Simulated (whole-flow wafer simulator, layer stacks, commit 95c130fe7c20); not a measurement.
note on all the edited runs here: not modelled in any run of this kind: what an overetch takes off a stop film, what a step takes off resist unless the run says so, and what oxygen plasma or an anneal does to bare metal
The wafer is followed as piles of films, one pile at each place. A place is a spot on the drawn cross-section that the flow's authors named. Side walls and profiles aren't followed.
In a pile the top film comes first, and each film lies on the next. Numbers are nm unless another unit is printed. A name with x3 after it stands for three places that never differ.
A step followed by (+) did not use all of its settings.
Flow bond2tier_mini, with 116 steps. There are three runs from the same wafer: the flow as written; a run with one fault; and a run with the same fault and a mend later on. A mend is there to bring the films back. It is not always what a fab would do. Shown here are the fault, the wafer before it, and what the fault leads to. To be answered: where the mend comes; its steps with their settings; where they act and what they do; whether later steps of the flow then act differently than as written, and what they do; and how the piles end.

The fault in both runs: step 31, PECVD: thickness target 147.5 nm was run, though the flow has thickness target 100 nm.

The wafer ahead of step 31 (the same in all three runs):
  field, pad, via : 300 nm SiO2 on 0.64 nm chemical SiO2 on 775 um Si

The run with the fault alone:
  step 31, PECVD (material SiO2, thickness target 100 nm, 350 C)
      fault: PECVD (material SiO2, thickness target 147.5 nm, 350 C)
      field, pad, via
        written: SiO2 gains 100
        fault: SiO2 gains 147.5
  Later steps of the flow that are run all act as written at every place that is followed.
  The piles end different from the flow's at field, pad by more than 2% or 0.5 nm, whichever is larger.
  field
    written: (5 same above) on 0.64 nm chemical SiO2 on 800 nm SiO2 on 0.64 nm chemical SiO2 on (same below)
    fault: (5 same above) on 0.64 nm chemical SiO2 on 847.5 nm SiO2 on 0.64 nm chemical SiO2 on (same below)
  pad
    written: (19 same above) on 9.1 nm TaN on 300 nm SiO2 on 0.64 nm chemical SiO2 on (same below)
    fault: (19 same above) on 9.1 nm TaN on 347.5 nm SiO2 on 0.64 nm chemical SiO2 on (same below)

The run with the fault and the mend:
  After step 36 comes the mend.
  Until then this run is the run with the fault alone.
  step 36a, STRIP (chemistry O2, over-ash 100%) (+)
      field
        KrF resist loses 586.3 (all of it)
  step 36b, ETCH (chemistry CHF3/CF4-rie, etches SiO2, depth target 47.5 nm)
      field, pad, via
        SiO2 loses 47.5
  step 36c, COAT (KrF resist, thickness 600 nm) (a further turn of the flow's step 32)
      field, pad, via
        KrF resist gains 600 (new film)
  step 36d, SOFTBAKE (KrF resist) (a further turn of the flow's step 33)
      alters no film at any place that is followed
  step 36e, EXPOSE (photomask APAD, NA 0.6) (a further turn of the flow's step 34)
      alters no film at any place that is followed
  step 36f, PEB (KrF resist) (a further turn of the flow's step 35)
      alters no film at any place that is followed
  step 36g, DEVELOP (developer TMAH-0.26N, 60 s) (a further turn of the flow's step 36)
      pad, via
        KrF resist loses 600 (all of it)
      field
        KrF resist loses 13.7
  Later steps of the flow that are run all act as written at every place that is followed.
  At every place that both follow, the piles at the end match the flow's.
